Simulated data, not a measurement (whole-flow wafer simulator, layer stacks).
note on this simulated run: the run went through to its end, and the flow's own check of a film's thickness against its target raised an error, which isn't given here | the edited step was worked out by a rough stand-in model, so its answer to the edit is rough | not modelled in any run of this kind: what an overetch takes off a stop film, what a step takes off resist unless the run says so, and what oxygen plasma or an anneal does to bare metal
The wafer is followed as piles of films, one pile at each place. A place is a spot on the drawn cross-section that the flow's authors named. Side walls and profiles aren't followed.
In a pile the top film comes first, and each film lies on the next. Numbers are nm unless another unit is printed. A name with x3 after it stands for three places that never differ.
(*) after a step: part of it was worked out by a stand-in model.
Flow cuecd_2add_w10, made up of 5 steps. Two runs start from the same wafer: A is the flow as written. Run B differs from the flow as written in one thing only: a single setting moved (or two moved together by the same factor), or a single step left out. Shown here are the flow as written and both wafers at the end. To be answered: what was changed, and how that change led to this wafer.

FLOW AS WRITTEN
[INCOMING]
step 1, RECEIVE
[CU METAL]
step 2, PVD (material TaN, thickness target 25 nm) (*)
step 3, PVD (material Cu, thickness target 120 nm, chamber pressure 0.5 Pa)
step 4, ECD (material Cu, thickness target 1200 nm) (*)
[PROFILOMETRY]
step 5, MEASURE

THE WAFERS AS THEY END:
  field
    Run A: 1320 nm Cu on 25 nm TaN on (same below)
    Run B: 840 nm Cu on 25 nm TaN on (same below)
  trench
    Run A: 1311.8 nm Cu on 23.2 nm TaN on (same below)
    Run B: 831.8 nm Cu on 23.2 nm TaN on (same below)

What caused this: step 4, ECD: thickness target 720 nm was run, though the flow has thickness target 1200 nm.

How this came from the change, step by step:
  step 4, ECD (material Cu, thickness target 1200 nm) (*)
      field, trench: A Cu gains 1200 | B Cu gains 720
